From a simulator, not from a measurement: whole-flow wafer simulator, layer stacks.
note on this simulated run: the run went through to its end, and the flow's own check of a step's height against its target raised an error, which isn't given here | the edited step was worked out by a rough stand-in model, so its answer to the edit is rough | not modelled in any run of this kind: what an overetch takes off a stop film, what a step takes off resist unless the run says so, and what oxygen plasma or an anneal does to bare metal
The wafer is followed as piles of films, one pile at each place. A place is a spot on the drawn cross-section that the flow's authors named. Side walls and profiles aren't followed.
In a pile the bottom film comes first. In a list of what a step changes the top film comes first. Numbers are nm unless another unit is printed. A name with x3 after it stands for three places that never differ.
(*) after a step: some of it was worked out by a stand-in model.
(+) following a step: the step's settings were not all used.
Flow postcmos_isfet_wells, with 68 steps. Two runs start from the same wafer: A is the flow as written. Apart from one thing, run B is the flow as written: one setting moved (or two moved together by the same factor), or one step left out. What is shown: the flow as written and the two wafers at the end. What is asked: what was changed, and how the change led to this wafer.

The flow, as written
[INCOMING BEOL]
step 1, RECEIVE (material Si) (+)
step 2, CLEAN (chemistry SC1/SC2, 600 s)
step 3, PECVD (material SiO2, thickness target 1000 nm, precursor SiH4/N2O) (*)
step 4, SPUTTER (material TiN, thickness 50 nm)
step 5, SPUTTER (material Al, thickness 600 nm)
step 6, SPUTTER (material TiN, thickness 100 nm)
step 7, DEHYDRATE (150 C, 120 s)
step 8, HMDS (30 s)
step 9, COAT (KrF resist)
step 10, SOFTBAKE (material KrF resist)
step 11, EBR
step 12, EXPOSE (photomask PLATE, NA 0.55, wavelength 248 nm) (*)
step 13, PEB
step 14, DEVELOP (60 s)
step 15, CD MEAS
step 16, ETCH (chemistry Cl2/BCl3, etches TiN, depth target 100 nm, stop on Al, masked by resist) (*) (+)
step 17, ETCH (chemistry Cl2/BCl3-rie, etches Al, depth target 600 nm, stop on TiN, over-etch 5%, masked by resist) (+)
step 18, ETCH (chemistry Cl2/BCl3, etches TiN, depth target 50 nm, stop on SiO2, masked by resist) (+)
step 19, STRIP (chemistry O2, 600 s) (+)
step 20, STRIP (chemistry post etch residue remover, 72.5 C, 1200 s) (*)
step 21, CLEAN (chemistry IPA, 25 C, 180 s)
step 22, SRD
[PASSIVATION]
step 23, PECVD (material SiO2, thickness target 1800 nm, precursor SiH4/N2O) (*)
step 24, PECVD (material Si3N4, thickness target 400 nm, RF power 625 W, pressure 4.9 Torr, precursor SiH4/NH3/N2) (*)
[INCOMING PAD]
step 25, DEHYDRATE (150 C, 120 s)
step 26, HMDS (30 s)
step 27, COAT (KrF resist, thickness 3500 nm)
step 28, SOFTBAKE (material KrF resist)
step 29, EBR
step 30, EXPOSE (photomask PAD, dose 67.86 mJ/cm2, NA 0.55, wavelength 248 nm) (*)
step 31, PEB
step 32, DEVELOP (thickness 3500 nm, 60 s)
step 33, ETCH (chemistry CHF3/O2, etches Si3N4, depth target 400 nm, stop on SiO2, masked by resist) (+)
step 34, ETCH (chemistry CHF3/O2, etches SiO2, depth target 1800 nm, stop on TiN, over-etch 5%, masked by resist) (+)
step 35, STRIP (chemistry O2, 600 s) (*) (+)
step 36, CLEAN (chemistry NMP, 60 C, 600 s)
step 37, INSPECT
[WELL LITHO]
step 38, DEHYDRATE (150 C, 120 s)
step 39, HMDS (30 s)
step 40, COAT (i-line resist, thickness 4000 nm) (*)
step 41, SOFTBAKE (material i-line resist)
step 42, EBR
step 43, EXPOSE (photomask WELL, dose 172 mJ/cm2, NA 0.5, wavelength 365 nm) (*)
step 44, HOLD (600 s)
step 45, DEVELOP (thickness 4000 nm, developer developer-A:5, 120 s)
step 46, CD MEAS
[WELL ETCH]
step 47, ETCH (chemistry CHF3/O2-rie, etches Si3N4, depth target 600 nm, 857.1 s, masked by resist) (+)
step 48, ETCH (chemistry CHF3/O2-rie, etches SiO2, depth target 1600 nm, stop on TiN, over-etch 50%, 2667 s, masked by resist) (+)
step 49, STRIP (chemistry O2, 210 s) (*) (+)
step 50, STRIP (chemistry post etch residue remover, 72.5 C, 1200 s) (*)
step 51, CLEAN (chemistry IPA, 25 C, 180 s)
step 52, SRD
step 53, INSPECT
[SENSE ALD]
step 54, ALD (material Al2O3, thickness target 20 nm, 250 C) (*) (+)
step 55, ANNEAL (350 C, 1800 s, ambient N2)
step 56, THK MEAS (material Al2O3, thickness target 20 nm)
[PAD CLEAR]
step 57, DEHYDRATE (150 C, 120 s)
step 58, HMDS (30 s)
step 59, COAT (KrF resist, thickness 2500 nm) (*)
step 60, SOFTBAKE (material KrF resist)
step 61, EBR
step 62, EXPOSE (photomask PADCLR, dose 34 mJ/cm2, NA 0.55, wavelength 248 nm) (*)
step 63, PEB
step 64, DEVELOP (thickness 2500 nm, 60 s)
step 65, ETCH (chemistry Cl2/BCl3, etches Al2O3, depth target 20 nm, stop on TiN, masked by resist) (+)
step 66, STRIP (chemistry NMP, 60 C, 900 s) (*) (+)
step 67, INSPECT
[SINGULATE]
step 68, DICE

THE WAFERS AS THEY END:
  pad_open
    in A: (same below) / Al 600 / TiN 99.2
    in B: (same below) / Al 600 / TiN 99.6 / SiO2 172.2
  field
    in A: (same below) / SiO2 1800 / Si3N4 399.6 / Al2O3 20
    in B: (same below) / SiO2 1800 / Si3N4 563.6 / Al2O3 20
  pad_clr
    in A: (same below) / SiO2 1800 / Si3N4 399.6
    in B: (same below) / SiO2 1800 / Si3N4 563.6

What caused this: step 24, PECVD: thickness target 564 nm was run, though the flow has thickness target 400 nm.

Step by step, how the change led to this:
  step 24, PECVD (material Si3N4, thickness target 400 nm, RF power 625 W, pressure 4.9 Torr, precursor SiH4/NH3/N2) (*)
      field, margin, well900, well1300 x3, pad_rim, pad_clr, pad_open: A Si3N4 gains 400 (new film) | B Si3N4 gains 564 (new film)
  step 33, ETCH (chemistry CHF3/O2, etches Si3N4, depth target 400 nm, stop on SiO2, masked by resist) (+)
      pad_open: A Si3N4 loses 400 (all of it) | B Si3N4 loses 400
  step 34, ETCH (chemistry CHF3/O2, etches SiO2, depth target 1800 nm, stop on TiN, over-etch 5%, masked by resist) (+)
      pad_open: A SiO2 loses 1800 (all of it) | B Si3N4 loses 164 (all of it), SiO2 loses 1627.8
  step 47, ETCH (chemistry CHF3/O2-rie, etches Si3N4, depth target 600 nm, 857.1 s, masked by resist) (+)
      well900, well1300 x3: A Si3N4 loses 400 (all of it), SiO2 loses 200 | B Si3N4 loses 564 (all of it), SiO2 loses 36
  step 48, ETCH (chemistry CHF3/O2-rie, etches SiO2, depth target 1600 nm, stop on TiN, over-etch 50%, 2667 s, masked by resist) (+)
      well900, well1300 x3: A SiO2 loses 1600 (all of it) | B SiO2 loses 1764 (all of it)
  step 59, COAT (KrF resist, thickness 2500 nm) (*)
      field: A KrF resist gains 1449 (new film) | B KrF resist gains 1370.6 (new film)
      margin: A KrF resist gains 1448.9 (new film) | B KrF resist gains 1370.6 (new film)
  step 63, PEB
      field, margin: A KrF resist loses 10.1 | B KrF resist loses 9.53
  step 66, STRIP (chemistry NMP, 60 C, 900 s) (*) (+)
      field, margin: A KrF resist loses 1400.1 (all of it) | B KrF resist loses 1322.3 (all of it)
